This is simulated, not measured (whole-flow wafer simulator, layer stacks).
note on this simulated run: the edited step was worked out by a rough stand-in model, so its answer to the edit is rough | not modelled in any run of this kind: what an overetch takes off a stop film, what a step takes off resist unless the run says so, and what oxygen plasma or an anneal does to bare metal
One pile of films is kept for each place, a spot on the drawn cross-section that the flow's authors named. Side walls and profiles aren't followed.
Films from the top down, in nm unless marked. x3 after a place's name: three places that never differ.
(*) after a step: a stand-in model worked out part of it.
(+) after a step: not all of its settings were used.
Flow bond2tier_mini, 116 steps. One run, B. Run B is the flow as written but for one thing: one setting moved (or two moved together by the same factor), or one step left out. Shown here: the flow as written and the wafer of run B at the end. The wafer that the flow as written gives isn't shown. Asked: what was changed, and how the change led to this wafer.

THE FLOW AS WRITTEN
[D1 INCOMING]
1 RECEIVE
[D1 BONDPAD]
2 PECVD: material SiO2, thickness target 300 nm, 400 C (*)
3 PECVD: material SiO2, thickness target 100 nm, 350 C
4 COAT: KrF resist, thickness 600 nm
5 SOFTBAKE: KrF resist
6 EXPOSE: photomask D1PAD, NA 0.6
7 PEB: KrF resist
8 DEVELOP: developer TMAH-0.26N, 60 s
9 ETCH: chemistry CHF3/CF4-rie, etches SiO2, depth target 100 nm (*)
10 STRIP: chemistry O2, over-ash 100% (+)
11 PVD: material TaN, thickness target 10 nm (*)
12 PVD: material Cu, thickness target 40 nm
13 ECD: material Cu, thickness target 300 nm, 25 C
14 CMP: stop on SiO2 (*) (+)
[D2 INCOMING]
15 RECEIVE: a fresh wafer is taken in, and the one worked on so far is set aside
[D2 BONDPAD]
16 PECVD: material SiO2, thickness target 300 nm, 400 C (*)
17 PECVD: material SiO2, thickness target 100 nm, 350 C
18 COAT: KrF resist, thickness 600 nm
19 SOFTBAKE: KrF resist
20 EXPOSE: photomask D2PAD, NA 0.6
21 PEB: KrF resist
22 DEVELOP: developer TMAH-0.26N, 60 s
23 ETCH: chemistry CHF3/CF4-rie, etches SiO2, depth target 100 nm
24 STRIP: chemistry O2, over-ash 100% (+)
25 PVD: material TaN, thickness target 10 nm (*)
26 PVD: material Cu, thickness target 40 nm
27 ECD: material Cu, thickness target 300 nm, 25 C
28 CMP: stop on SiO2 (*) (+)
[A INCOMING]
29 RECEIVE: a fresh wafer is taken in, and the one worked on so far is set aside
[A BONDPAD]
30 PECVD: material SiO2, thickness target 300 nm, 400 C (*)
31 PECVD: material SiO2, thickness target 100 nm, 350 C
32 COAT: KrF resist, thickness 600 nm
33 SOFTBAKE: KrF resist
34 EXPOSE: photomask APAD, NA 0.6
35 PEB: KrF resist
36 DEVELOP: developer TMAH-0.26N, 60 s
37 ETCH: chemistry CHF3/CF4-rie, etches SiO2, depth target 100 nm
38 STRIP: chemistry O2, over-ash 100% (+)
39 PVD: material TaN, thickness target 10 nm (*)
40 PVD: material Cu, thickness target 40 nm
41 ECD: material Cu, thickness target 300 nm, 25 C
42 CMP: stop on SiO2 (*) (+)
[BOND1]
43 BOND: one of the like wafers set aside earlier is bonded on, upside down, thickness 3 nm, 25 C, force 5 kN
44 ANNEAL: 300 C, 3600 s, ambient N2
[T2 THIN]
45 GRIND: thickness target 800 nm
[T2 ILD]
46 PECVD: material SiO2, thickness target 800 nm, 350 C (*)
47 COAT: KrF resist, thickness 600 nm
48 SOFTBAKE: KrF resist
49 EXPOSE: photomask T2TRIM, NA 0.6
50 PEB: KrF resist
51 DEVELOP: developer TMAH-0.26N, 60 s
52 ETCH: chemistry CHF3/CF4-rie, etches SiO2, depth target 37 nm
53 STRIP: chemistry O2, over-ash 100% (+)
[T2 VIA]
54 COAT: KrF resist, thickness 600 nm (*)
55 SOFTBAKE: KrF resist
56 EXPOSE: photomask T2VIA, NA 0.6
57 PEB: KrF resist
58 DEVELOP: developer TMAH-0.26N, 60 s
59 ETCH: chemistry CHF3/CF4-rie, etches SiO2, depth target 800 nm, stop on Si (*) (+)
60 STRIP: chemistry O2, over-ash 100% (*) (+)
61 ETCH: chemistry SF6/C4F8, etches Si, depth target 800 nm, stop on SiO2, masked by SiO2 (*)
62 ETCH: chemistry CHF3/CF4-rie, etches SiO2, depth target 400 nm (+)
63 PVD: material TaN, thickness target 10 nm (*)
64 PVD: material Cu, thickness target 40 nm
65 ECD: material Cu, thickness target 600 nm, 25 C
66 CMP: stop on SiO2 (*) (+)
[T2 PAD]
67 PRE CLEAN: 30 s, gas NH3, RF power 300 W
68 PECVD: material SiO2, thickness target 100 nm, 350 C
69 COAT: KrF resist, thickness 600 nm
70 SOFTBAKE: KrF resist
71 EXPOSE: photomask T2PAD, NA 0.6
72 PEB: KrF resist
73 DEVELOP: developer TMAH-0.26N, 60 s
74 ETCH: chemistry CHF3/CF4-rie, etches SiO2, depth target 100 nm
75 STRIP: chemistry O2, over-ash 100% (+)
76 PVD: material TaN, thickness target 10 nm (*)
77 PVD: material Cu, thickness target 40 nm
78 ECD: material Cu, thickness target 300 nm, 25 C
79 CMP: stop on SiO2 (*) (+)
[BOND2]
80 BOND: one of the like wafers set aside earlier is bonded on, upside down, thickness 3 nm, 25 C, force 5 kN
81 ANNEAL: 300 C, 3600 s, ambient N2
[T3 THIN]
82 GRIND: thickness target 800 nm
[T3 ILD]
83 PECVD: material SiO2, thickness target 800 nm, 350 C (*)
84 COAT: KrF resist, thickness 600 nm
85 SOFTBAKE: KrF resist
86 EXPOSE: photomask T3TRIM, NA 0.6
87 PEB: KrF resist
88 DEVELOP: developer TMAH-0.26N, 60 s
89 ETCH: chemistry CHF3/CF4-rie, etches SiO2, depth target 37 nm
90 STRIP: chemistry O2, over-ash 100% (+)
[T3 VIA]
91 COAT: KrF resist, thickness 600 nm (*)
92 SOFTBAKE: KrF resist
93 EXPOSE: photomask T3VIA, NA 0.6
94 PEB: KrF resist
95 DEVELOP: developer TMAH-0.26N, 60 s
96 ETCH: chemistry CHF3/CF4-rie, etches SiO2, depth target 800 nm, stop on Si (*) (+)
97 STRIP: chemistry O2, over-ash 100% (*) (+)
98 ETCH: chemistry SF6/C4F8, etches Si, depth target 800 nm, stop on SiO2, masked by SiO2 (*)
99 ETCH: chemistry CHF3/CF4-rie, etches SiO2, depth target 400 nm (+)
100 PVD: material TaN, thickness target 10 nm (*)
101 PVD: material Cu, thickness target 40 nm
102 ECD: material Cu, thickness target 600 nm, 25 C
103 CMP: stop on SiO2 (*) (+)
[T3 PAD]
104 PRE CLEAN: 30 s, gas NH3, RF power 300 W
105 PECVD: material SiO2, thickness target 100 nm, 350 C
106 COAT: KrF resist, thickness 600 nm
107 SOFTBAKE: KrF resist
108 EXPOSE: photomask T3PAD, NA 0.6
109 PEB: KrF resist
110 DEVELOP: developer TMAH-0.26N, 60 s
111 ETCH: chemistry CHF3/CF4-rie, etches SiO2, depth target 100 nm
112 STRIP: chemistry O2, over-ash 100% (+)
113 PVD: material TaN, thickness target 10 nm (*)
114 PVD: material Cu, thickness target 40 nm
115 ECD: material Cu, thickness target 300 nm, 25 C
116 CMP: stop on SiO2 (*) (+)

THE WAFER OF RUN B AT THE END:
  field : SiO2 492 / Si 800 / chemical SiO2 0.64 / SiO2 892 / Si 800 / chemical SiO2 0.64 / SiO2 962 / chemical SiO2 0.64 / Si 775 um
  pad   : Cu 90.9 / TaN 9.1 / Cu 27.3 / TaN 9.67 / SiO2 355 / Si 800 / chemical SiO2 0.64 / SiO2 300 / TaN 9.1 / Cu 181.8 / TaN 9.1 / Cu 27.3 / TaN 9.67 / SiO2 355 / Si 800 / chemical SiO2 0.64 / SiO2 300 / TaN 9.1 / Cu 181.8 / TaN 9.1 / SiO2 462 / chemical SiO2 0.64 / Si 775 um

The cause: step 30, PECVD: thickness target 462 nm was run, where the flow has thickness target 300 nm.
It can be read off the wafer: pad has SiO2 462, and step 30 as written asks for 300 nm.

How the change led to this, step by step:
  30 PECVD: material SiO2, thickness target 300 nm, 400 C (*)
      field, pad, via: SiO2 +462 (new film) (as written it would be: SiO2 +300 (new film))
